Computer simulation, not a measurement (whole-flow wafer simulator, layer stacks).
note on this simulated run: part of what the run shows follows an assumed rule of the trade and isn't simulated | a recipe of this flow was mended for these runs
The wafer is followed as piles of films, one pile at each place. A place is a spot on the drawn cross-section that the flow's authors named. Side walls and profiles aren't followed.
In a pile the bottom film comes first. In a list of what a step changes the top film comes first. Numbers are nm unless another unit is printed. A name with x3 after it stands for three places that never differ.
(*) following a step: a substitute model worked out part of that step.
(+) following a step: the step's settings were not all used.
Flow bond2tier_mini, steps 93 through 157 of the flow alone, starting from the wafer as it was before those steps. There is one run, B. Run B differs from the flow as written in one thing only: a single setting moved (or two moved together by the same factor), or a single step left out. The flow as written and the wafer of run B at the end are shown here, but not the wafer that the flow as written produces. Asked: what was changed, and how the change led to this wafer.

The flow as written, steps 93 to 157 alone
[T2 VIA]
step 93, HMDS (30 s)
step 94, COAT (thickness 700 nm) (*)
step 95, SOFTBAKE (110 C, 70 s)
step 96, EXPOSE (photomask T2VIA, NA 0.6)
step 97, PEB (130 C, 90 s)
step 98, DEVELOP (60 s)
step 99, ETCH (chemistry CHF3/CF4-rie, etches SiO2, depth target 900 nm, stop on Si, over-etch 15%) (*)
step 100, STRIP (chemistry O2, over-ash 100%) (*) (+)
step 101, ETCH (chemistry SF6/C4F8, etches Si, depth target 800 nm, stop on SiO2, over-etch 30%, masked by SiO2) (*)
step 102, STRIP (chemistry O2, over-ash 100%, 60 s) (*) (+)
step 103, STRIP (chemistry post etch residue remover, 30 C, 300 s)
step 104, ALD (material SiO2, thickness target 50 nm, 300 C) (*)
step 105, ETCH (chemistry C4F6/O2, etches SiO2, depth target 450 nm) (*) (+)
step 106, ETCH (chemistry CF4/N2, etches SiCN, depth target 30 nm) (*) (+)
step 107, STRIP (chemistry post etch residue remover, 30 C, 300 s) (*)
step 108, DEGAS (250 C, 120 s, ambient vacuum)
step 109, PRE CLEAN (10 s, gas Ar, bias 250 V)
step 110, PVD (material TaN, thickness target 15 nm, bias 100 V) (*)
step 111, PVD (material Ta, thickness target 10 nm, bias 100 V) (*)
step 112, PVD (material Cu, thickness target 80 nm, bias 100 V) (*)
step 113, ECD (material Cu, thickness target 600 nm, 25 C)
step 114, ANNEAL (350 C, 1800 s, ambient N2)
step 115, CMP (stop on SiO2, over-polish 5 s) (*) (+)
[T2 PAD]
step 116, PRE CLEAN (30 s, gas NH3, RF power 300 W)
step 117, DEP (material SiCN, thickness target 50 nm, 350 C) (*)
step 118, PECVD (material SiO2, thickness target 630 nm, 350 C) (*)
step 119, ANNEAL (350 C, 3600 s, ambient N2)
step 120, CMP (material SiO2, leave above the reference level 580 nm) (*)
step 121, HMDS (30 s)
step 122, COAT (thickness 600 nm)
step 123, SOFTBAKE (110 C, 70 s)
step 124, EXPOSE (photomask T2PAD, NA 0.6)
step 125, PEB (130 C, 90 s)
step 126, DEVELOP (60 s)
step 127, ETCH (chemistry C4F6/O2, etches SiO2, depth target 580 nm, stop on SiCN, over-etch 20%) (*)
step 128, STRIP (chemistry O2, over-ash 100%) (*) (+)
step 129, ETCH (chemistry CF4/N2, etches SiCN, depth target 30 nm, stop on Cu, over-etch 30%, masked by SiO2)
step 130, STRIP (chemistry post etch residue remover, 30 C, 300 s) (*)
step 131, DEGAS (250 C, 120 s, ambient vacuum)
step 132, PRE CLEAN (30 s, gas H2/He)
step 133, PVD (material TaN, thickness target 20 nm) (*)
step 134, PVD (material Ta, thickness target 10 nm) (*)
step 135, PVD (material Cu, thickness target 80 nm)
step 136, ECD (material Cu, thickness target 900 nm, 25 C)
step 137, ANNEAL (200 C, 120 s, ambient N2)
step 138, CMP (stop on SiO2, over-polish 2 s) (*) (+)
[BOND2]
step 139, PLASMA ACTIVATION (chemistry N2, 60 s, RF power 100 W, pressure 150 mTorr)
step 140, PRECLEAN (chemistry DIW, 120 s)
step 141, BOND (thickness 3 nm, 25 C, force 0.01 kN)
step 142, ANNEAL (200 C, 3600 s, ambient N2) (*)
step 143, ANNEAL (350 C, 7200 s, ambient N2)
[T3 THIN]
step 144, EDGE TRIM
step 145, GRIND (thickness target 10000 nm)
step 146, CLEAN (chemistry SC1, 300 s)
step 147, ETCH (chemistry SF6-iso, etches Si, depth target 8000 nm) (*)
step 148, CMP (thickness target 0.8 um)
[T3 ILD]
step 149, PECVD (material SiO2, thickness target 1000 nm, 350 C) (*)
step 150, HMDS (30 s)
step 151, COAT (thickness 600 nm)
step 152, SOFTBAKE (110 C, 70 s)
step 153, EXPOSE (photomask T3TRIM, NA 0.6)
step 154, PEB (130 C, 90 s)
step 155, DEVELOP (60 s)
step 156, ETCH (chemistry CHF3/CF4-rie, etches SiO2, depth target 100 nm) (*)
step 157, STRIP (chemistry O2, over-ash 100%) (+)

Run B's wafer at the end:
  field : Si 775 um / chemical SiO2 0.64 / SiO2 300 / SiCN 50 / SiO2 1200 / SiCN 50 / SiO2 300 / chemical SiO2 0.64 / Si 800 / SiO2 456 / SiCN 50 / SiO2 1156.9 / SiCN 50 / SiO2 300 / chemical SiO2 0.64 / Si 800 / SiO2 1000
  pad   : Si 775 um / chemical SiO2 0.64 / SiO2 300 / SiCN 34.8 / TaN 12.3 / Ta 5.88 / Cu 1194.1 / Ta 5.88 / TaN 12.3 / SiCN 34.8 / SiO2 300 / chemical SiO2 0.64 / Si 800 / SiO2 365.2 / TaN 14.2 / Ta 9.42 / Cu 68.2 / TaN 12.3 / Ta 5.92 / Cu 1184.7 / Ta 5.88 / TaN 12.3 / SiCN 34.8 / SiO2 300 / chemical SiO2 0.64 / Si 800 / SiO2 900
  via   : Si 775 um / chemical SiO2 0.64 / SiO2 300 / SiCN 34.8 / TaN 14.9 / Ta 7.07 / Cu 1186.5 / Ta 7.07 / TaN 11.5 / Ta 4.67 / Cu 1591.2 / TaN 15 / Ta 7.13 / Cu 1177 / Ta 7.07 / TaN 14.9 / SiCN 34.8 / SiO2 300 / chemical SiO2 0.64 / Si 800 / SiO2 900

What caused this: step 105, ETCH: depth target 551.5 nm was run, while the flow as written has depth target 450 nm.

The path from the change to this, step by step:
  step 105, ETCH (chemistry C4F6/O2, etches SiO2, depth target 450 nm) (*) (+)
      field, pad: -551.5 SiO2 (in the flow as written it would be: -450 SiO2)
      via: -348.1 SiO2 (all of it), -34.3 SiCN (in the flow as written it would be: -348.1 SiO2 (all of it), -17.2 SiCN)
  step 106, ETCH (chemistry CF4/N2, etches SiCN, depth target 30 nm) (*) (+)
      via: -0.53 SiCN (all of it), -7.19 TaN (in the flow as written it would be: -17.6 SiCN (all of it), -3.01 TaN)
  step 112, PVD (material Cu, thickness target 80 nm, bias 100 V) (*)
      via: +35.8 Cu (new film) (in the flow as written it would be: +35 Cu (new film))
  step 113, ECD (material Cu, thickness target 600 nm, 25 C)
      via: +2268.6 Cu (in the flow as written it would be: +2367 Cu)
